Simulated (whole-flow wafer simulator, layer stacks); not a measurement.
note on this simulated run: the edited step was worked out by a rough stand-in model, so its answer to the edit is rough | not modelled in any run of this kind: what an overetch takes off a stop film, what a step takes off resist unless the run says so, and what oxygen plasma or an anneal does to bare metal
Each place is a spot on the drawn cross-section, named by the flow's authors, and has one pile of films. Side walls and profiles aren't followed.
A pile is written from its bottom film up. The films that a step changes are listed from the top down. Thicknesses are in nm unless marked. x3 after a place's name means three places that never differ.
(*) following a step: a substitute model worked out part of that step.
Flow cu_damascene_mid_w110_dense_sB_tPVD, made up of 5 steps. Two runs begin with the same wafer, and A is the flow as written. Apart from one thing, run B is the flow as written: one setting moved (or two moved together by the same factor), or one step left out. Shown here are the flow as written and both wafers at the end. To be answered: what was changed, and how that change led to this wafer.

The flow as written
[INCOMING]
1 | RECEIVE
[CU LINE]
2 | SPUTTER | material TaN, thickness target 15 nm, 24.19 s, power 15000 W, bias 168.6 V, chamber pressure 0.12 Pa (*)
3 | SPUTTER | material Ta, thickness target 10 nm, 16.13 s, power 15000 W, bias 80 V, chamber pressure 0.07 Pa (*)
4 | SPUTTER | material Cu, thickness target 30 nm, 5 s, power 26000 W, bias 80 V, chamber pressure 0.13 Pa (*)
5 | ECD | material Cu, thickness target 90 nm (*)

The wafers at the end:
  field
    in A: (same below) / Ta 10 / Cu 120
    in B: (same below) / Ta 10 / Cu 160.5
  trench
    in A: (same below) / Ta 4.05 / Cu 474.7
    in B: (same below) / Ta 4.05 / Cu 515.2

The reason: step 5, ECD: thickness target 130.5 nm was run, while the flow as written has thickness target 90 nm.

Step by step, how the change led to this:
  5 | ECD | material Cu, thickness target 90 nm (*)
      field: A Cu gains 90 | B Cu gains 130.5
      trench: A Cu gains 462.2 | B Cu gains 502.7
